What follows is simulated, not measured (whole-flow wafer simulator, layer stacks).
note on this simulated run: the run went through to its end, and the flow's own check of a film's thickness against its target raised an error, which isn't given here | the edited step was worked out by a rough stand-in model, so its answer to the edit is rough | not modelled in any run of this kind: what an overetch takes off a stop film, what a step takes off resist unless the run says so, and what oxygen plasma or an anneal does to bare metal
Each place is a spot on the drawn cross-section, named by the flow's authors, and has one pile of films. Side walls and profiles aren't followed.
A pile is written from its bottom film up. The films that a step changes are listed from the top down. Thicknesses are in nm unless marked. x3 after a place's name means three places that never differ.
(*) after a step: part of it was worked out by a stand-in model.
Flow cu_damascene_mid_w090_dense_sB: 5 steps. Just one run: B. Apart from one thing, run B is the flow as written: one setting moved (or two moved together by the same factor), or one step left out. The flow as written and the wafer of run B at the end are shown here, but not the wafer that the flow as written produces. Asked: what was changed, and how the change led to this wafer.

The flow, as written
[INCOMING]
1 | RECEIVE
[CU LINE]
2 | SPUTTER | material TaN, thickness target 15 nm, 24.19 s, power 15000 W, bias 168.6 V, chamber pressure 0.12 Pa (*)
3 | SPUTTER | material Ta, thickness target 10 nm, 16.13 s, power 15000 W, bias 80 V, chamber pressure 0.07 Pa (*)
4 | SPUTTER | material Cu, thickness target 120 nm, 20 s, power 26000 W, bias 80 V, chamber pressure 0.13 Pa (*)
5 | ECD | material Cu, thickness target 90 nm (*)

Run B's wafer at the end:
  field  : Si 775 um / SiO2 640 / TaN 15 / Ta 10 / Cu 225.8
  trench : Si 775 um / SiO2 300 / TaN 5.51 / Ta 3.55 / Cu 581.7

The reason: step 5, ECD: thickness target 105.8 nm was run, whereas the flow has thickness target 90 nm.

Step by step, how the change led to this:
  5 | ECD | material Cu, thickness target 90 nm (*)
      field: +105.8 Cu (it would be, as written: +90 Cu)
      trench: +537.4 Cu (it would be, as written: +521.6 Cu)
